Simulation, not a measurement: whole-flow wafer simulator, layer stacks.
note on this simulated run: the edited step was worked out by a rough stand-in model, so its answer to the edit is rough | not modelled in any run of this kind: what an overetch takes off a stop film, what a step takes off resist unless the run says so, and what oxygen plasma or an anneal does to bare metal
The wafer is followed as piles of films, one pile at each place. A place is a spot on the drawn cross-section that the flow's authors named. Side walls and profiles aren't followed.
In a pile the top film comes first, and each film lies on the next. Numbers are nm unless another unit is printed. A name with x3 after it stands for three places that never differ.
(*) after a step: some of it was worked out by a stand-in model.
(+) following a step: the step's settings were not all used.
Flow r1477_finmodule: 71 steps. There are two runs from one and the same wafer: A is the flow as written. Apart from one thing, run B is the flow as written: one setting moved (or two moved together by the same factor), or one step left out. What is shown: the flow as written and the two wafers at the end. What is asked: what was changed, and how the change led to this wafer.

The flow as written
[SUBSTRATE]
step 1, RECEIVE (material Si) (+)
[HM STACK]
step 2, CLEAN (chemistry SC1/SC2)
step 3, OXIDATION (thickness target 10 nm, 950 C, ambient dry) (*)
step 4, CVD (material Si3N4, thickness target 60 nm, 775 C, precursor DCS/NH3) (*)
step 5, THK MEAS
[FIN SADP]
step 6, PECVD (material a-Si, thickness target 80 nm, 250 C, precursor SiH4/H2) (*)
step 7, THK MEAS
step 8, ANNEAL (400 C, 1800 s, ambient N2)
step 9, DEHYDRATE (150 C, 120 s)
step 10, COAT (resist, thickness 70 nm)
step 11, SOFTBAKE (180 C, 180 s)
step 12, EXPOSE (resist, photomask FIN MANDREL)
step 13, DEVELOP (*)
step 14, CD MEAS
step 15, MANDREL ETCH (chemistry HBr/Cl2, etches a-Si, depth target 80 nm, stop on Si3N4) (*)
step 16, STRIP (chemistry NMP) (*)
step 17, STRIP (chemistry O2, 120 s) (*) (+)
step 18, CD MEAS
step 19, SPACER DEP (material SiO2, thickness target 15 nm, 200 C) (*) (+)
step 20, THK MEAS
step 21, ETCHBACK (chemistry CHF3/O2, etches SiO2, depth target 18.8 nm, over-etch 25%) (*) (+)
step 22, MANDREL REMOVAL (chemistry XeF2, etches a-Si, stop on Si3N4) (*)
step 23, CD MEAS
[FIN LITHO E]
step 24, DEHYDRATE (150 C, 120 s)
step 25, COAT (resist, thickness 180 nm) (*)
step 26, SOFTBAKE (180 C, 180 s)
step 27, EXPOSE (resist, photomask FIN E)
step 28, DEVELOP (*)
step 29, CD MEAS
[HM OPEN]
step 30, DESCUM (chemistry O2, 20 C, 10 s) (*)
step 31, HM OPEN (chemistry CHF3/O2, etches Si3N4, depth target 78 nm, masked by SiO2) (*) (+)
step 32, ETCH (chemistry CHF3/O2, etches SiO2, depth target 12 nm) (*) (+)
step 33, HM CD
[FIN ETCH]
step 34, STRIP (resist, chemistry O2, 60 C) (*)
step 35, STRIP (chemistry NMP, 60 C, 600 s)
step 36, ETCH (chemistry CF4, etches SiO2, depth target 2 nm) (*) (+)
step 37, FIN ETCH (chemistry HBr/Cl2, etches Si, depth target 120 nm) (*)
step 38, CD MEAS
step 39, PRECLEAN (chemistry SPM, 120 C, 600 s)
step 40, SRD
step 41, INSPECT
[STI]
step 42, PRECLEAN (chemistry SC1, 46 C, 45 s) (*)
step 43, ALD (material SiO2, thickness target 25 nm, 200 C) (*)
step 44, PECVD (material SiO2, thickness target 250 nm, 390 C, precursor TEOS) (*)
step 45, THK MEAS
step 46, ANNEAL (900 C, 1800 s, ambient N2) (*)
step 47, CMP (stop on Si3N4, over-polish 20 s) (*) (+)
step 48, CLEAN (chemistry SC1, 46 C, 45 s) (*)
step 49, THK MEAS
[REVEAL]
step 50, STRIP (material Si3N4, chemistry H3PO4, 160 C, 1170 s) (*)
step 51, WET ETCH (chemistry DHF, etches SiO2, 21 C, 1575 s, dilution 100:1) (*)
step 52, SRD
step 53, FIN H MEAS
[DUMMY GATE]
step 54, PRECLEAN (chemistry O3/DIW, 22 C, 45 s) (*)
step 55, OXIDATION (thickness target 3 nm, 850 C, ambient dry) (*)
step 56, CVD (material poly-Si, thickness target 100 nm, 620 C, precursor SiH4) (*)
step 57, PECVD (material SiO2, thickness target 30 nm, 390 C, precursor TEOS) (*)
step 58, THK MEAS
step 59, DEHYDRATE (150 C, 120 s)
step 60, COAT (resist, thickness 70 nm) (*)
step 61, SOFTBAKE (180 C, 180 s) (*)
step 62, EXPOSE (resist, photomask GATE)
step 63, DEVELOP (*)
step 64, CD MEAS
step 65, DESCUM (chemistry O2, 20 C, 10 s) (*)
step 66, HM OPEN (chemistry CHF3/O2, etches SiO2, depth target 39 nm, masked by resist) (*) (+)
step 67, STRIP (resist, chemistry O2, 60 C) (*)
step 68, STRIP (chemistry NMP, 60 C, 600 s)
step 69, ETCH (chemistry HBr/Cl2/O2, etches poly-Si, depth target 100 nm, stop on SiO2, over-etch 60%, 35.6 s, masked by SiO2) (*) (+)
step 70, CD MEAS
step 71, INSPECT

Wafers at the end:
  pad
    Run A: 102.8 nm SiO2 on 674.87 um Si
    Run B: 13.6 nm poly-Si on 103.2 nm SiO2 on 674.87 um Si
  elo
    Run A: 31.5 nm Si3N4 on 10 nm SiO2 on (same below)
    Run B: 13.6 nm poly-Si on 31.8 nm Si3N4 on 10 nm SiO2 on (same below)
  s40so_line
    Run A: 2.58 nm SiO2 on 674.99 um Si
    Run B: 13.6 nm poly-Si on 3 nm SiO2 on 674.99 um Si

Cause: step 69, ETCH: depth target 52.5 nm was run, while the flow as written has depth target 100 nm.

Step by step, how the change led to this:
  step 69, ETCH (chemistry HBr/Cl2/O2, etches poly-Si, depth target 100 nm, stop on SiO2, over-etch 60%, 35.6 s, masked by SiO2) (*) (+)
      pad, eso, e40so and 8 more: A -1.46 chemical SiO2 (all of it), -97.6 poly-Si (all of it), -0.42 SiO2 | B -1.46 chemical SiO2 (all of it), -84 poly-Si
      elo, e40lo, e100lo, e200lo: A -1.46 chemical SiO2 (all of it), -97.6 poly-Si (all of it), -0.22 Si3N4 | B -1.46 chemical SiO2 (all of it), -84 poly-Si
      (and at 21 other places as well)
